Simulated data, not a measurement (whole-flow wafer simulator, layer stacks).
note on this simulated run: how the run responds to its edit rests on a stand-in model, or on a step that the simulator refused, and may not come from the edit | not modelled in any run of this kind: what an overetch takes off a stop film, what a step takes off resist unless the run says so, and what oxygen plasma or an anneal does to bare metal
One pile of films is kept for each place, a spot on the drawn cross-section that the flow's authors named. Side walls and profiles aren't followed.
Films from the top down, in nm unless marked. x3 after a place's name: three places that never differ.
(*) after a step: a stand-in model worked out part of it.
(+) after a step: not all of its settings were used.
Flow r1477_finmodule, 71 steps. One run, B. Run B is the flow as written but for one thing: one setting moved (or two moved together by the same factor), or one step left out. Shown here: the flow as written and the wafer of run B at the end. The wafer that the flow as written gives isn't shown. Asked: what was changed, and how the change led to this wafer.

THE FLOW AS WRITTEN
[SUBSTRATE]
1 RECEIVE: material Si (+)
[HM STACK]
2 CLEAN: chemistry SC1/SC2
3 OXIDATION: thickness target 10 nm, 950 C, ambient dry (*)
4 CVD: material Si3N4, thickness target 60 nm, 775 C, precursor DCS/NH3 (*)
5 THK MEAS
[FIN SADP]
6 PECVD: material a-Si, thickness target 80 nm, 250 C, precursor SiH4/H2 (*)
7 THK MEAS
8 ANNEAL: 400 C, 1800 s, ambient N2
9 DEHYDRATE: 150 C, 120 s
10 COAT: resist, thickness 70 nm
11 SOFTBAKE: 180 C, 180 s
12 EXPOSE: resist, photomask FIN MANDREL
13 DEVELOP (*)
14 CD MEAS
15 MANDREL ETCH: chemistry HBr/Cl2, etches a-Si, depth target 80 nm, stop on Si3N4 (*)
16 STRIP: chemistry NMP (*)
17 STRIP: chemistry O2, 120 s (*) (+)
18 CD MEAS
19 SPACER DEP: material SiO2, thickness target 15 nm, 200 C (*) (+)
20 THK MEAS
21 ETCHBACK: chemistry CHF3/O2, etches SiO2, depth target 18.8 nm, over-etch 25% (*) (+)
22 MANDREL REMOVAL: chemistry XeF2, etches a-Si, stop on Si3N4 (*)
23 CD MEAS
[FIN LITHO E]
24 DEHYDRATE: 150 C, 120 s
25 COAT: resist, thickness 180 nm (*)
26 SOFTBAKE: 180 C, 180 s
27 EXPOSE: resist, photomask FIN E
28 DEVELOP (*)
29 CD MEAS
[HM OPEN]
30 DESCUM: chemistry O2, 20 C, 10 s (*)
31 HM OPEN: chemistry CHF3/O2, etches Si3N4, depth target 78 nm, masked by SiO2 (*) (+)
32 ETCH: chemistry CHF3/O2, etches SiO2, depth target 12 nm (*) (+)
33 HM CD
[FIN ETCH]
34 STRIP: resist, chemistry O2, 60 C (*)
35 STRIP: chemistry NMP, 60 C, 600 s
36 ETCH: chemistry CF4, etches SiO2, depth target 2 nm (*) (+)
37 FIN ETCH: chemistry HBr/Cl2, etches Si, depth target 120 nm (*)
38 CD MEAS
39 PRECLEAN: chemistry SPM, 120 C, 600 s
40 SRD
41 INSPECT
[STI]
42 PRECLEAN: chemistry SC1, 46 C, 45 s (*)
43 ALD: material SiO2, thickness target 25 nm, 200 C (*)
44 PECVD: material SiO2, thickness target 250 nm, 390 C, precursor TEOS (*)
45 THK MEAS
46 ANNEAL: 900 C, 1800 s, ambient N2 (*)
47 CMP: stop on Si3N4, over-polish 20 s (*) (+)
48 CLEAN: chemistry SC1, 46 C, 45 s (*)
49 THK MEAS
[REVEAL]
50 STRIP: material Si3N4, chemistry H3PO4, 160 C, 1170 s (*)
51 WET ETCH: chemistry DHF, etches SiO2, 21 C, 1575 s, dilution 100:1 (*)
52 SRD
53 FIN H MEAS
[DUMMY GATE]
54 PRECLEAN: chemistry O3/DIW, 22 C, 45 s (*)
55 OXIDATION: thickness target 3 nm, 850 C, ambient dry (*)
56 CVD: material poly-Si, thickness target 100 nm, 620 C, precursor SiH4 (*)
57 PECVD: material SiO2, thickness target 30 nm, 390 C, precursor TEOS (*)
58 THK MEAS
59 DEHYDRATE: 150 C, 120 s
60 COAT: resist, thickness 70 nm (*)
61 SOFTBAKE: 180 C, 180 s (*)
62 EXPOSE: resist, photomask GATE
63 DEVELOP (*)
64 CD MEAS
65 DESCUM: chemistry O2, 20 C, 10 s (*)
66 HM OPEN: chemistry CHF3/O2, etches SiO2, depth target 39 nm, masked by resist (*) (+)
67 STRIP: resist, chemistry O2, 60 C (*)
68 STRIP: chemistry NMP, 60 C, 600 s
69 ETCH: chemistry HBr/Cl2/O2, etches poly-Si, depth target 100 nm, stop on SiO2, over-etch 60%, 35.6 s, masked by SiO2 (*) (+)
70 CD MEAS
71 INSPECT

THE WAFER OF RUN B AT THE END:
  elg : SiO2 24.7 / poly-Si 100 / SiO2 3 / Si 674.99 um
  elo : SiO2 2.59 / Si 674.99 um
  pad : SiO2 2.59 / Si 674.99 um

The cause: step 31, HM OPEN: chemistry CHF3/O2, etches Si3N4, depth target 78 nm, masked by SiO2 (*) (+), was left out.

How the change led to this, step by step:
  32 ETCH: chemistry CHF3/O2, etches SiO2, depth target 12 nm (*) (+)
      pad, padg, e40sg and 11 more: Si3N4 -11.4 (as written it would be: Si -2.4)
      esg, eso: Si3N4 -8.16 (as written it would be: Si -1.77)
      (and at 6 more places)
  34 STRIP: resist, chemistry O2, 60 C (*)
      pad, padg, esg and 19 more: nothing (as written it would be: chemical SiO2 +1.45 (new film), Si -0.64)
      elg, e40lg, e100lg, e200lg, elo, e40lo, e100lo, e200lo: resist -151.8 (all of it) (as written it would be: resist -73.8 (all of it))
  36 ETCH: chemistry CF4, etches SiO2, depth target 2 nm (*) (+)
      pad, padg, e40sg and 11 more: Si3N4 -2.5 (as written it would be: chemical SiO2 -1.45 (all of it), Si -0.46)
      esg, eso: Si3N4 -2.45 (as written it would be: chemical SiO2 -1.45 (all of it), Si -0.46)
      (and at 6 more places)
  37 FIN ETCH: chemistry HBr/Cl2, etches Si, depth target 120 nm (*)
      pad, padg, esg and 19 more: nothing (as written it would be: Si -120)
      elg, e40lg, e100lg, e200lg, elo, e40lo, e100lo, e200lo: nothing (as written it would be: Si3N4 -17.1)
      (and at 6 more places)
  39 PRECLEAN: chemistry SPM, 120 C, 600 s
      pad, padg, esg and 19 more: nothing (as written it would be: chemical SiO2 +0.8 (new film), Si -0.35)
  43 ALD: material SiO2, thickness target 25 nm, 200 C (*)
      s40cg, s40co: SiO2 +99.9 (new film) (as written it would be: SiO2 +232.1 (new film))
      s45cg, s45co: SiO2 +100.1 (new film) (as written it would be: SiO2 +232.1 (new film))
      (and at 3 more places)
  47 CMP: stop on Si3N4, over-polish 20 s (*) (+)
      pad, padg, e40sg and 11 more: SiO2 -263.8 (all of it), Si3N4 -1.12 (as written it would be: SiO2 -71.8)
      elg, e40lg, e100lg, e200lg, elo, e40lo, e100lo, e200lo: SiO2 -263.8 (all of it), Si3N4 -1.33 (as written it would be: SiO2 -241.6)
      (and at 14 more places)
  50 STRIP: material Si3N4, chemistry H3PO4, 160 C, 1170 s (*)
      pad, padg, esg and 19 more: Si3N4 -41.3 (all of it), SiO2 -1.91 (as written it would be: SiO2 -4.28)
      elg, e40lg, e100lg, e200lg, elo, e40lo, e100lo, e200lo: Si3N4 -52.5 (all of it), SiO2 -1.56 (as written it would be: SiO2 -4.28)
  51 WET ETCH: chemistry DHF, etches SiO2, 21 C, 1575 s, dilution 100:1 (*)
      pad, padg, e40sg and 12 more: SiO2 -8.09 (all of it) (as written it would be: SiO2 -85.7)
      elg, e40lg, e100lg, e200lg, elo, e40lo, e100lo, e200lo: SiO2 -8.44 (all of it) (as written it would be: SiO2 -17.8 (all of it), Si3N4 -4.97)
      (and at 7 more places)
  54 PRECLEAN: chemistry O3/DIW, 22 C, 45 s (*)
      pad, padg, elg and 27 more: chemical SiO2 +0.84 (new film), Si -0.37 (as written it would be: nothing)
  55 OXIDATION: thickness target 3 nm, 850 C, ambient dry (*)
      pad, padg, e40sg and 12 more: SiO2 +3 (new film), chemical SiO2 -0.84 (all of it), Si -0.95 (as written it would be: SiO2 +1.21, chemical SiO2 -0.74 (all of it), Si -0.21)
      elg, e40lg, e100lg, e200lg, elo, e40lo, e100lo, e200lo: SiO2 +3 (new film), chemical SiO2 -0.84 (all of it), Si -0.95 (as written it would be: nothing)
      (and at 7 more places)
  56 CVD: material poly-Si, thickness target 100 nm, 620 C, precursor SiH4 (*)
      s40cg, s40co: poly-Si +100 (new film) (as written it would be: poly-Si +113.9 (new film))
      s45cg, s45co: poly-Si +100 (new film) (as written it would be: poly-Si +113.4 (new film))
      (and at 3 more places)
  60 COAT: resist, thickness 70 nm (*)
      e40lg, e100lg, e200lg, elo, e40lo, e100lo, e200lo: resist +70 (new film) (as written it would be: resist +66.9 (new film))
      s40sg, s45sg, s40so, s45so: resist +70 (new film) (as written it would be: resist +91 (new film))
      (and at 17 more places)
  63 DEVELOP (*)
      elo, e40lo, e100lo, e200lo: resist -70 (all of it) (as written it would be: resist -66.9 (all of it))
      eso, e40so: resist -70 (all of it) (as written it would be: resist -129.5 (all of it))
      (and at 9 more places)
  67 STRIP: resist, chemistry O2, 60 C (*)
      e40lg, e100lg, e200lg: resist -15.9 (all of it) (as written it would be: resist -12.8 (all of it))
      s40sg, s45sg: resist -15.9 (all of it) (as written it would be: resist -36.9 (all of it))
      (and at 10 more places)
  69 ETCH: chemistry HBr/Cl2/O2, etches poly-Si, depth target 100 nm, stop on SiO2, over-etch 60%, 35.6 s, masked by SiO2 (*) (+)
      s40co: chemical SiO2 -1 (all of it), poly-Si -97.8 (all of it), SiO2 -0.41 (as written it would be: chemical SiO2 -1.46 (all of it), poly-Si -111.5 (all of it), SiO2 -0.24)
      s45co: chemical SiO2 -1 (all of it), poly-Si -97.8 (all of it), SiO2 -0.41 (as written it would be: chemical SiO2 -1.46 (all of it), poly-Si -110.9 (all of it), SiO2 -0.25)
      (and at 1 more place)
